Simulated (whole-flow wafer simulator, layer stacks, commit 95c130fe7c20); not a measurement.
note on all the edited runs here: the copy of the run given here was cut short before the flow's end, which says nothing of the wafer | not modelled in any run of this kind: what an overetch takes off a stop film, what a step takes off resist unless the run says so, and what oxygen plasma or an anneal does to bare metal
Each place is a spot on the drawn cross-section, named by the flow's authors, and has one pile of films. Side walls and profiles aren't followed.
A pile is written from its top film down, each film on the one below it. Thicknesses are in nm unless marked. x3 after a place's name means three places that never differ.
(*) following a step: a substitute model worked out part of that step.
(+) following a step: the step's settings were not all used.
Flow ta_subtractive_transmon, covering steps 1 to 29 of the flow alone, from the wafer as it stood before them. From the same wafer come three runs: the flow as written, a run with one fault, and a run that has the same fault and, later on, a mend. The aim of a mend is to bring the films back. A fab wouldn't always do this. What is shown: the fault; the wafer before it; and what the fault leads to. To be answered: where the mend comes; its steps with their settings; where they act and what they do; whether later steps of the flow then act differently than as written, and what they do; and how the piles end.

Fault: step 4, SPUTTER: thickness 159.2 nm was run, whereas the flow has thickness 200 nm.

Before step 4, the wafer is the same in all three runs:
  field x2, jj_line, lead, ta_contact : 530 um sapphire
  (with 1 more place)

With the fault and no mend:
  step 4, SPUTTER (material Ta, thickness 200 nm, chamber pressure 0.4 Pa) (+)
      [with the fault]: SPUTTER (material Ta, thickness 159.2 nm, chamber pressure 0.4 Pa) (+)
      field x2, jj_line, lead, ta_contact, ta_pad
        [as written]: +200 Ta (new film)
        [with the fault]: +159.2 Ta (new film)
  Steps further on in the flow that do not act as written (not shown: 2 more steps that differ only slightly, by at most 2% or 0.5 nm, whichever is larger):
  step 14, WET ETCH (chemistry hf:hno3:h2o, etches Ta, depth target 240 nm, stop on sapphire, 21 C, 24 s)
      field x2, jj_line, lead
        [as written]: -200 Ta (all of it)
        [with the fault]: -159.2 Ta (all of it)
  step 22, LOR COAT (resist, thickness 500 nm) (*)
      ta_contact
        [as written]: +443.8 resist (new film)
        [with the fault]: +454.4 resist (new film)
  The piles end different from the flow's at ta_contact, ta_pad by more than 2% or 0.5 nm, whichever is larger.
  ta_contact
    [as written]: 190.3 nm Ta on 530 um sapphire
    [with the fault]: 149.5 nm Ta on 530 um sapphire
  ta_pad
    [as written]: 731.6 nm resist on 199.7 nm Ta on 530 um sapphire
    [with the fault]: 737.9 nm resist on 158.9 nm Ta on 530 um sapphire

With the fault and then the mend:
  The mend stands after step 5.
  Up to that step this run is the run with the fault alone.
  step 5a, WET ETCH (chemistry hf:hno3:h2o, etches Ta, depth target 183.1 nm, stop on sapphire, 21 C, 18.31 s)
      field x2, jj_line, lead, ta_contact, ta_pad
        -159.2 Ta (all of it)
  step 5b, SPUTTER (material Ta, thickness 200 nm, chamber pressure 0.4 Pa) (+) (the flow's step 4 again)
      field x2, jj_line, lead, ta_contact, ta_pad
        +200 Ta (new film)
  Every later step of the flow that is run acts as written at every place that is followed.
  At every place that both follow, the piles at the end match the flow's.
